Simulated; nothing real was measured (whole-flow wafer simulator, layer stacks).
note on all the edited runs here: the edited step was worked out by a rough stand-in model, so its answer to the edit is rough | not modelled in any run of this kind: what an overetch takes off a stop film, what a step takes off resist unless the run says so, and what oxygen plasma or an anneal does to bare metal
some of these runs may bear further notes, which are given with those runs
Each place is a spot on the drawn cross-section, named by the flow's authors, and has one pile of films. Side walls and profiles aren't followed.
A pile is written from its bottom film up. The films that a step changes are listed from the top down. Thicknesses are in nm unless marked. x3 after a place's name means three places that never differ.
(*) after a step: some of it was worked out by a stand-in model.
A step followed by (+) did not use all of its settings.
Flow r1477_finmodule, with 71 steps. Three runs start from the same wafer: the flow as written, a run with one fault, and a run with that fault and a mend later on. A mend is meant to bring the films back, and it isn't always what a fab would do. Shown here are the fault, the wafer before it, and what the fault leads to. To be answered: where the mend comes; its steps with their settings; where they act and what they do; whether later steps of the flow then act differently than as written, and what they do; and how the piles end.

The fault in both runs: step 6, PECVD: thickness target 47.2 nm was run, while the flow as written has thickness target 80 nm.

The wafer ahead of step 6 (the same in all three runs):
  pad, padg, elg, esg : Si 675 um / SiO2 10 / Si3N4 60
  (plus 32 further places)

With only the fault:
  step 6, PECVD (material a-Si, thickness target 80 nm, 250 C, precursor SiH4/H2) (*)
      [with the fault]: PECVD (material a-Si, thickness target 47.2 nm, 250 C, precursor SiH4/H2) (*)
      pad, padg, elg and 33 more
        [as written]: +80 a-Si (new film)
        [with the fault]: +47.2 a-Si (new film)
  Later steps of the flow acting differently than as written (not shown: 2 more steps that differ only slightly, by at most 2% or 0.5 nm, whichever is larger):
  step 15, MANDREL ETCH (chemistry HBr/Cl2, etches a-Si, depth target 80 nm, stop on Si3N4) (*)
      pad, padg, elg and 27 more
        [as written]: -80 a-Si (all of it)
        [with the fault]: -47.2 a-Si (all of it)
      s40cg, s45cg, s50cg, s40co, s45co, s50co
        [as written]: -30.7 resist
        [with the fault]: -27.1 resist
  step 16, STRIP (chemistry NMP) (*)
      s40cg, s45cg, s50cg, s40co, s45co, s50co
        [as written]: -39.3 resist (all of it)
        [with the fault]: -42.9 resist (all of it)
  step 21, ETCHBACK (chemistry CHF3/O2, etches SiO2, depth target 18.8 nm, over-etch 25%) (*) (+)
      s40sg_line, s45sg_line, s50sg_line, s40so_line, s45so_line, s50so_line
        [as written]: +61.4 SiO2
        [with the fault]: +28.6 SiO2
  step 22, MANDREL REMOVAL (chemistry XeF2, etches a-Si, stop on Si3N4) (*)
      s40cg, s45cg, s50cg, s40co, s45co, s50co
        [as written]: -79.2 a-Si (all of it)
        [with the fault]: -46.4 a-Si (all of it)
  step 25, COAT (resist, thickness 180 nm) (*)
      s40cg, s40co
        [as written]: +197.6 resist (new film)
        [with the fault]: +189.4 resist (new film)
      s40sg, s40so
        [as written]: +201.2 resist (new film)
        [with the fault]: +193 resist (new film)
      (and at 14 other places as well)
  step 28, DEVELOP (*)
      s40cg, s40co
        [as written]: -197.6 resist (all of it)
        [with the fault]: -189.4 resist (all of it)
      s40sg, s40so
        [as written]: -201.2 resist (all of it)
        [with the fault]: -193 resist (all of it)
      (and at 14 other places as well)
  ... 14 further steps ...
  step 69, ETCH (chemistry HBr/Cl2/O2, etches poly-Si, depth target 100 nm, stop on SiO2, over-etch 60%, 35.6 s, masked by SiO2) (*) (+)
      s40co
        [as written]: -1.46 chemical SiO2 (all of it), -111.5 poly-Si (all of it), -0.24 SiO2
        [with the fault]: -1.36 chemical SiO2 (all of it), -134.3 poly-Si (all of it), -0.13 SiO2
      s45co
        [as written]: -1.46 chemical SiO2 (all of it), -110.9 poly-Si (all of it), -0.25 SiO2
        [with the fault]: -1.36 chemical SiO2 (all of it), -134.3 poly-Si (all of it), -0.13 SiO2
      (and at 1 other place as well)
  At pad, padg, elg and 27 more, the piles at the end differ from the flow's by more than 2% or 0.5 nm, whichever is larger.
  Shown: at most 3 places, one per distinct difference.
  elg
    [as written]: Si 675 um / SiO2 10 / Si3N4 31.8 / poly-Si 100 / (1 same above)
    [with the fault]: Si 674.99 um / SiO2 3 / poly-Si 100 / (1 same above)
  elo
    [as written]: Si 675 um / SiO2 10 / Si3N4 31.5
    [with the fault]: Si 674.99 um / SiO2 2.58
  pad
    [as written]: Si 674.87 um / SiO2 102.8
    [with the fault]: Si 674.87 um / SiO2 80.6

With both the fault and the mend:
  The mend follows step 7.
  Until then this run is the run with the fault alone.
  step 7a, PECVD (material a-Si, thickness target 32.8 nm, 250 C, precursor SiH4/H2) (*) (the flow's step 6, run once more with other settings)
      pad, padg, elg and 33 more
        +32.8 a-Si
  Every later step of the flow that is run acts as written at every place that is followed.
  At every place that both follow, the piles at the end match the flow's.
